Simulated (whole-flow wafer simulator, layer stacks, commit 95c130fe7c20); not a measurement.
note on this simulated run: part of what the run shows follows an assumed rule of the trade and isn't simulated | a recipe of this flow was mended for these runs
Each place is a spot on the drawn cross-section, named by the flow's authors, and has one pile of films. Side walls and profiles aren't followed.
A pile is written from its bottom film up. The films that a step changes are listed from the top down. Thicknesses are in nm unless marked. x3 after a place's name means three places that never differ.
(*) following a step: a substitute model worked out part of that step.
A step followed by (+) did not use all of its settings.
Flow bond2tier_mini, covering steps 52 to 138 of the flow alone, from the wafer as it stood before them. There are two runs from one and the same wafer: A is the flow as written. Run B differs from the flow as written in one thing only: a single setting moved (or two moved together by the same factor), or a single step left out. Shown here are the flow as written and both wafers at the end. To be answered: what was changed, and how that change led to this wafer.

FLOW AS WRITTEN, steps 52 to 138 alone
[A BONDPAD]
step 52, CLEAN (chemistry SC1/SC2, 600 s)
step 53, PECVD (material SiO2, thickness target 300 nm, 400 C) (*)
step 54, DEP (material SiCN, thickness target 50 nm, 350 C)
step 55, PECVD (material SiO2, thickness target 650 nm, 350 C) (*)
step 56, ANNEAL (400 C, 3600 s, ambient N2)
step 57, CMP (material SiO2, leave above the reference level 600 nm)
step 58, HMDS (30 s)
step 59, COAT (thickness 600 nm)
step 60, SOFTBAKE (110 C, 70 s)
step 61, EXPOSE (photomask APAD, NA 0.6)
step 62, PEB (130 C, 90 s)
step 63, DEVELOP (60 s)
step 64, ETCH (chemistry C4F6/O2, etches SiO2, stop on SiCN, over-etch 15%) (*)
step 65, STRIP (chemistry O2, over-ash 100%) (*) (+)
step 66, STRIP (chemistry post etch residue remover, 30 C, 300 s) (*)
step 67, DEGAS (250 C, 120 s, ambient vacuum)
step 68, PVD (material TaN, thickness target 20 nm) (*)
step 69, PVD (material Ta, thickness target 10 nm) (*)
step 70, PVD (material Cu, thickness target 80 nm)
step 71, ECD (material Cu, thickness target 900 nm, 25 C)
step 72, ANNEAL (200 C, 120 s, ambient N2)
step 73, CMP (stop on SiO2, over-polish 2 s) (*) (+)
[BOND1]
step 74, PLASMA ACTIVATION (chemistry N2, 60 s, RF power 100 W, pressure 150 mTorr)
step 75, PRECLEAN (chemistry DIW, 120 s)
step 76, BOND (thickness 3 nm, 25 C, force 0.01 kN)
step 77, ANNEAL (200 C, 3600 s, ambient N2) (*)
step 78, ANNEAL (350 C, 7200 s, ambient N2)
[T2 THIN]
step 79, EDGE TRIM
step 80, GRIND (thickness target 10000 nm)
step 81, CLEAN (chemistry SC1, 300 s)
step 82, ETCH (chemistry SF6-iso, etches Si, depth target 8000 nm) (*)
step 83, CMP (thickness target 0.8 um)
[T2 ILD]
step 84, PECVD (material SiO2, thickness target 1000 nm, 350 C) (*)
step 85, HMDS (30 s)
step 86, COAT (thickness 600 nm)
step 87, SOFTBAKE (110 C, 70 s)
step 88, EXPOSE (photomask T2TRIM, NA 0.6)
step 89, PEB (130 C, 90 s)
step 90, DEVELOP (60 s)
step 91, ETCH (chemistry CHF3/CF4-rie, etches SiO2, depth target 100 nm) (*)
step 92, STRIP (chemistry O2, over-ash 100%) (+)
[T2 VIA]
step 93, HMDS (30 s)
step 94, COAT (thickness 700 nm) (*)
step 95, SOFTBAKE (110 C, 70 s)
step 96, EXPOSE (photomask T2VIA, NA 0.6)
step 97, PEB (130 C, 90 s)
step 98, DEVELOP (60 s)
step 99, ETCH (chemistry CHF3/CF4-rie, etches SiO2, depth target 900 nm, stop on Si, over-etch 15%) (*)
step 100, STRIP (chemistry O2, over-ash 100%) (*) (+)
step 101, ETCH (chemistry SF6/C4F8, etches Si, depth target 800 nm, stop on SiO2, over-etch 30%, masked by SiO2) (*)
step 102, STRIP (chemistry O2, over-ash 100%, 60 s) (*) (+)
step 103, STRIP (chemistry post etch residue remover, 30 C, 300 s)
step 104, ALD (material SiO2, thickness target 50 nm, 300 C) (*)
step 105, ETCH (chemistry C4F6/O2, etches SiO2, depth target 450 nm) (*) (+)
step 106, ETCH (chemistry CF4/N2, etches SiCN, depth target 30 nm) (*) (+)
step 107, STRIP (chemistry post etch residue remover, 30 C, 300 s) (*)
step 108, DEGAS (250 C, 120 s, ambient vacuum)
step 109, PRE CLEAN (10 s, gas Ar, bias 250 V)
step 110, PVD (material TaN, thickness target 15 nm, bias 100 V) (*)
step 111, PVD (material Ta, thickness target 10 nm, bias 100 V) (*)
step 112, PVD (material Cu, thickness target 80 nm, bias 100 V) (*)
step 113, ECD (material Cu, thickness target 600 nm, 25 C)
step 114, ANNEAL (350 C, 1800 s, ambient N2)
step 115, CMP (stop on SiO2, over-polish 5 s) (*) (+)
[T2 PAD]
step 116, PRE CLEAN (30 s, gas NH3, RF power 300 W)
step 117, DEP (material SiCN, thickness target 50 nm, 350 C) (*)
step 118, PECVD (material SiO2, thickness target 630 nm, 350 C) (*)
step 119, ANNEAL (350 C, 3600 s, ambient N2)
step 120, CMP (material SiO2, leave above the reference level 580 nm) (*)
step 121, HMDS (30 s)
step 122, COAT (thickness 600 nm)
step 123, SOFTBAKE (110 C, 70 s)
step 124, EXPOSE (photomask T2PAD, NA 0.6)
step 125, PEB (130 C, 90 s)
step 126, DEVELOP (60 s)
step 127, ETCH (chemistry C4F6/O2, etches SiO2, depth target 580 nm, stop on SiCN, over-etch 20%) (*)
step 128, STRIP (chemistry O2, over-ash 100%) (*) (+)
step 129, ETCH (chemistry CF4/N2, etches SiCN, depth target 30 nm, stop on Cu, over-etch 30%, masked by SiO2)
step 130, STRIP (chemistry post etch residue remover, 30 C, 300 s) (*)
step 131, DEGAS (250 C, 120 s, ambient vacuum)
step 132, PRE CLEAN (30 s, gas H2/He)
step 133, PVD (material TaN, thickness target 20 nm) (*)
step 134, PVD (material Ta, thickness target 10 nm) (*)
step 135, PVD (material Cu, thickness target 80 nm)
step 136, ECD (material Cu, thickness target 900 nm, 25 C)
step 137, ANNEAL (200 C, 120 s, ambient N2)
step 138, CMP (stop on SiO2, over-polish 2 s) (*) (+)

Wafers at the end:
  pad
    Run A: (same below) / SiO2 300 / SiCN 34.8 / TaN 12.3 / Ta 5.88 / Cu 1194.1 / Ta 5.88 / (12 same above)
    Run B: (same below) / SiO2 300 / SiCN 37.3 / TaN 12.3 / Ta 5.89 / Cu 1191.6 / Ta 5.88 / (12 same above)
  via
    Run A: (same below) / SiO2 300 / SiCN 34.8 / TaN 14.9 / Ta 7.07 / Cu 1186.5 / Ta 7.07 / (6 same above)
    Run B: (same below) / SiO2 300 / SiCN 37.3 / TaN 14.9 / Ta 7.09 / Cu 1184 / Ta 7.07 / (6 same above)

What caused this: step 64, ETCH: over-etch 12.6% was run, though the flow has over-etch 15%.

The path from the change to this, step by step:
  step 64, ETCH (chemistry C4F6/O2, etches SiO2, stop on SiCN, over-etch 15%) (*)
      pad, via: A -600 SiO2 (all of it), -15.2 SiCN | B -600 SiO2 (all of it), -12.7 SiCN
      field: A -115 thick-KrF-resist | B -112.6 thick-KrF-resist
